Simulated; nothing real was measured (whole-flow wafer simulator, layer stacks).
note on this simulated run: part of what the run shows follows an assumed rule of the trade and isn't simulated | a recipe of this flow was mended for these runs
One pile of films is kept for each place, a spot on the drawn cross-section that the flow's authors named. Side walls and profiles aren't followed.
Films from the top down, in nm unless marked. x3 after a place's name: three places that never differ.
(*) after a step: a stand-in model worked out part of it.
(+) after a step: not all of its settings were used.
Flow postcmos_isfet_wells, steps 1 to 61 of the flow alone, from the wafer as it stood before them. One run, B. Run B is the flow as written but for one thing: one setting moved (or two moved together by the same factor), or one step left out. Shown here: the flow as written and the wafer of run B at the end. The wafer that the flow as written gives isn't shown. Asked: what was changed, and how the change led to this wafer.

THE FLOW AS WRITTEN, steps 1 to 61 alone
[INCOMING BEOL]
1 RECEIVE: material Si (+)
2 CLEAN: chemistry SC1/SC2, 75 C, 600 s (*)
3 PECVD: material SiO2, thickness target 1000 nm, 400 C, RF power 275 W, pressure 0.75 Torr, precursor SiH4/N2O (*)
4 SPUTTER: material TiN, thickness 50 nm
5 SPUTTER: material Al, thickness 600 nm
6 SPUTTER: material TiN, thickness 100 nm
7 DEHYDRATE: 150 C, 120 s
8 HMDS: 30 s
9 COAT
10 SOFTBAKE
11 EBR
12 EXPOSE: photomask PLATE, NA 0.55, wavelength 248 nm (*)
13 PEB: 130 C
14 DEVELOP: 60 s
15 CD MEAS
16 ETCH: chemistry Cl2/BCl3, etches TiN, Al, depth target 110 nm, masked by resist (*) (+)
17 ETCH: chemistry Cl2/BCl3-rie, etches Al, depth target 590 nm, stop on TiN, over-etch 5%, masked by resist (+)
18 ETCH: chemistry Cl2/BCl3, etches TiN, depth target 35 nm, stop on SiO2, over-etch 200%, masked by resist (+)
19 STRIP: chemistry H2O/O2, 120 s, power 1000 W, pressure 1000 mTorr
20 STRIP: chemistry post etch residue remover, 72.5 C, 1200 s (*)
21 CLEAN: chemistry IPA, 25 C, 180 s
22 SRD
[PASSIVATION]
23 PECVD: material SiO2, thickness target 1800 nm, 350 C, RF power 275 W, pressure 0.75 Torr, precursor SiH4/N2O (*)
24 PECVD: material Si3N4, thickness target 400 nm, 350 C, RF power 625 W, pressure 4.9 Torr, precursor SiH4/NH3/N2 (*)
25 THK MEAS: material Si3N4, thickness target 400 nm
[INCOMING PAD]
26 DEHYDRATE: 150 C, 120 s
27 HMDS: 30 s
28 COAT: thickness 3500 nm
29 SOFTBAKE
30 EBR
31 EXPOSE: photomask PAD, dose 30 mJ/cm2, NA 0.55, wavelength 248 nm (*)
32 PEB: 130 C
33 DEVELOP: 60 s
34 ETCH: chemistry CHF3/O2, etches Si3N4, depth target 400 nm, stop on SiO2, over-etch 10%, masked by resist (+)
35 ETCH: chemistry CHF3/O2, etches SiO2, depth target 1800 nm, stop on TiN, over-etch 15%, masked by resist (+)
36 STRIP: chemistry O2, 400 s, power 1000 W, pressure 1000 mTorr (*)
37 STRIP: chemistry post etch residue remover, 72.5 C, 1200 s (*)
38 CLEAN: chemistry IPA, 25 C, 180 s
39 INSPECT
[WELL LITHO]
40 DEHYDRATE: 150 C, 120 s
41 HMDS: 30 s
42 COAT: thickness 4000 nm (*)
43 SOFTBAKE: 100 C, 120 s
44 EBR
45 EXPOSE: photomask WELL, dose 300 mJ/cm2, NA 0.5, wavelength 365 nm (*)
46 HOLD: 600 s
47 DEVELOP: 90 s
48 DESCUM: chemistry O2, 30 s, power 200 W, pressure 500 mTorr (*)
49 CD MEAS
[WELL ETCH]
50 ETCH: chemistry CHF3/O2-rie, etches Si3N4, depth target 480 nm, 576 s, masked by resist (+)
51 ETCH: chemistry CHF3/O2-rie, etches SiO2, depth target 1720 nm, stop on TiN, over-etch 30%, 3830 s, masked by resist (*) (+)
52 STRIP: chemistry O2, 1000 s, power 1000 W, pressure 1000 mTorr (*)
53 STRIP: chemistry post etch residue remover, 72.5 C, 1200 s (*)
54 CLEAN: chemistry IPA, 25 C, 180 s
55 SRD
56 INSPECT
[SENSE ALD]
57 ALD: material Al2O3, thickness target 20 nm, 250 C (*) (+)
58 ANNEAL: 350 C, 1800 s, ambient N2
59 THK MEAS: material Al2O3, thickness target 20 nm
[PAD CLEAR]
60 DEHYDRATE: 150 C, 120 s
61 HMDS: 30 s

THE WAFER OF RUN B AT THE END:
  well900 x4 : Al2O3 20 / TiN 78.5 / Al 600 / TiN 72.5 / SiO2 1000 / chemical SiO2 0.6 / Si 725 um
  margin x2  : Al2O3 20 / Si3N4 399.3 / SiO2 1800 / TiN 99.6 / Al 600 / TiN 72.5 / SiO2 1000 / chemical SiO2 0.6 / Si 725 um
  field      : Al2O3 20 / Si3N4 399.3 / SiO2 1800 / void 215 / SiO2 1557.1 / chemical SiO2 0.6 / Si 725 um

The cause: step 4, SPUTTER: thickness 72.5 nm was run, where the flow has thickness 50 nm.
It can be read off the wafer: well900 x4 has TiN 72.5, and step 4 as written asks for 50 nm.

How the change led to this, step by step:
  4 SPUTTER: material TiN, thickness 50 nm
      field, margin x2, well900 x4, pad_clr, pad_open: TiN +72.5 (new film) (as written it would be: TiN +50 (new film))
  18 ETCH: chemistry Cl2/BCl3, etches TiN, depth target 35 nm, stop on SiO2, over-etch 200%, masked by resist (+)
      margin x2, well900 x4, pad_clr, pad_open: thick-KrF-resist -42 (as written it would be: thick-KrF-resist -37.9)
      field: TiN -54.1 (all of it), SiO2 -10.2 (as written it would be: TiN -31.6 (all of it), SiO2 -14.7)
  23 PECVD: material SiO2, thickness target 1800 nm, 350 C, RF power 275 W, pressure 0.75 Torr, precursor SiH4/N2O (*)
      field: SiO2 +1800 (new film), void +215 (new film), SiO2 +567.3 (as written it would be: SiO2 +1800 (new film), void +201.1 (new film), SiO2 +563.2)
